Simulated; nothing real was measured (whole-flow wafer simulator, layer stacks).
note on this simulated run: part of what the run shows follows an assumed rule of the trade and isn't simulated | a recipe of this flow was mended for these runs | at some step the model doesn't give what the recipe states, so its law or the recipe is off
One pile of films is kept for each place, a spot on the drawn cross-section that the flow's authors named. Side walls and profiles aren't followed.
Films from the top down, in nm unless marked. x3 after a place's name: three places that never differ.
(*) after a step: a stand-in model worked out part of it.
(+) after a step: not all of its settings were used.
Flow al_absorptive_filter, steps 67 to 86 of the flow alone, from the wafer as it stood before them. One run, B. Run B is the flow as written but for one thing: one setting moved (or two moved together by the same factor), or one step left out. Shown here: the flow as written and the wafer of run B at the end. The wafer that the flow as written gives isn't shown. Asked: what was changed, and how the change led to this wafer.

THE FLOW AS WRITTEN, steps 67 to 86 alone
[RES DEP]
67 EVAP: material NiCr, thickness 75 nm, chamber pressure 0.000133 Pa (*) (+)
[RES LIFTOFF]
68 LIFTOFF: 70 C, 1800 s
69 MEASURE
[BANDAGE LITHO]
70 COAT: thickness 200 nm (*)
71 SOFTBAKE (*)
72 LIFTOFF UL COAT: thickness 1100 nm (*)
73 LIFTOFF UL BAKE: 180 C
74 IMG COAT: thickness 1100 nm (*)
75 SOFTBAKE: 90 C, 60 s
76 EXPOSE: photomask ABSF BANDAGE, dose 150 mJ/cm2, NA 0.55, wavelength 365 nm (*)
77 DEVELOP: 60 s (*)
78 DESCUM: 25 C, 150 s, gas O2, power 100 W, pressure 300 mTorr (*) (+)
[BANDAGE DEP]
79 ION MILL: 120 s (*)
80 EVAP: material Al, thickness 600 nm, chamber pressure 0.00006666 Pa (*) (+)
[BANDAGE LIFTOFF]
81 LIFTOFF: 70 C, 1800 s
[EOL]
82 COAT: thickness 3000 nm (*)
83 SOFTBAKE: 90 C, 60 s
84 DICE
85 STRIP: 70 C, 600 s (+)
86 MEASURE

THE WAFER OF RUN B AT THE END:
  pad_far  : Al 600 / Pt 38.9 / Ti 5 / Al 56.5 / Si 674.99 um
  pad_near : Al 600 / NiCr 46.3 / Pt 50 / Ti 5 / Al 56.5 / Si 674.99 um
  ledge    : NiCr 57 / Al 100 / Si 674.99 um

The cause: step 67, EVAP: thickness 57 nm was run, where the flow has thickness 75 nm; step 79, ION MILL: 91 s was run, where the flow has 120 s.
It can be read off the wafer: ledge has NiCr 57, and step 67 as written asks for 75 nm.

How the change led to this, step by step:
  67 EVAP: material NiCr, thickness 75 nm, chamber pressure 0.000133 Pa (*) (+)
      gnd, pad_far, ledge and 9 more: NiCr +57 (new film) (as written it would be: NiCr +75 (new film))
      pad_near, res: NiCr +56.4 (new film) (as written it would be: NiCr +74.2 (new film))
  68 LIFTOFF: 70 C, 1800 s
      xa_field, xl_land, idc_field: NiCr -57 (all of it), i-line-resist -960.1 (all of it), lift-off-underlayer -1100 (all of it), acrylic-e-beam-resist -200 (all of it) (as written it would be: NiCr -75 (all of it), i-line-resist -960.1 (all of it), lift-off-underlayer -1100 (all of it), acrylic-e-beam-resist -200 (all of it))
      gnd: NiCr -57 (all of it), i-line-resist -959.5 (all of it), lift-off-underlayer -1100.9 (all of it), acrylic-e-beam-resist -200.6 (all of it) (as written it would be: NiCr -75 (all of it), i-line-resist -959.5 (all of it), lift-off-underlayer -1100.9 (all of it), acrylic-e-beam-resist -200.6 (all of it))
      (and at 7 more places)
  79 ION MILL: 120 s (*)
      gnd, ledge, res and 9 more: i-line-resist -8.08 (as written it would be: i-line-resist -10.7)
      pad_far: Pt -11.1 (as written it would be: Pt -14.7)
      (and at 1 more place)
  83 SOFTBAKE: 90 C, 60 s
      gnd: i-line-resist +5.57 (as written it would be: i-line-resist +6.13)
      ledge: i-line-resist -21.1 (as written it would be: i-line-resist -22.2)
      (and at 1 more place)
